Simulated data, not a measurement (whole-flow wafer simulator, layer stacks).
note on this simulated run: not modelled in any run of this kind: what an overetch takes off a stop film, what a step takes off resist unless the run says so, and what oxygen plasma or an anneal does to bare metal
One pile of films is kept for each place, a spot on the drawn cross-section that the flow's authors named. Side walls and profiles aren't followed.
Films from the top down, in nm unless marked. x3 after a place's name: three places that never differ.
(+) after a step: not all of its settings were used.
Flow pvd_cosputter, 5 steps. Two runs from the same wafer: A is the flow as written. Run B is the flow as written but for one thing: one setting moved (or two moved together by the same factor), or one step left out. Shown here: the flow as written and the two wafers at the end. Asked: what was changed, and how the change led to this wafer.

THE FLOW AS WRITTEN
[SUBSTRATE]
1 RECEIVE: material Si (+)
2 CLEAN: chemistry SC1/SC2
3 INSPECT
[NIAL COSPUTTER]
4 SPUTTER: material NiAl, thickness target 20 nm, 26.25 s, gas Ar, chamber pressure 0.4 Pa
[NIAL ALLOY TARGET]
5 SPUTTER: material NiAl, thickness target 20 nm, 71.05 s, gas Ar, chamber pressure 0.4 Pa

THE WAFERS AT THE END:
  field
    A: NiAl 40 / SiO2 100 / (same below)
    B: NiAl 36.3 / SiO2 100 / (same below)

The cause: step 5, SPUTTER: thickness target 16.34 nm was run, where the flow has thickness target 20 nm; step 5, SPUTTER: 58.05 s was run, where the flow has 71.05 s.

How the change led to this, step by step:
  5 SPUTTER: material NiAl, thickness target 20 nm, 71.05 s, gas Ar, chamber pressure 0.4 Pa
      field: A NiAl +20 | B NiAl +16.3
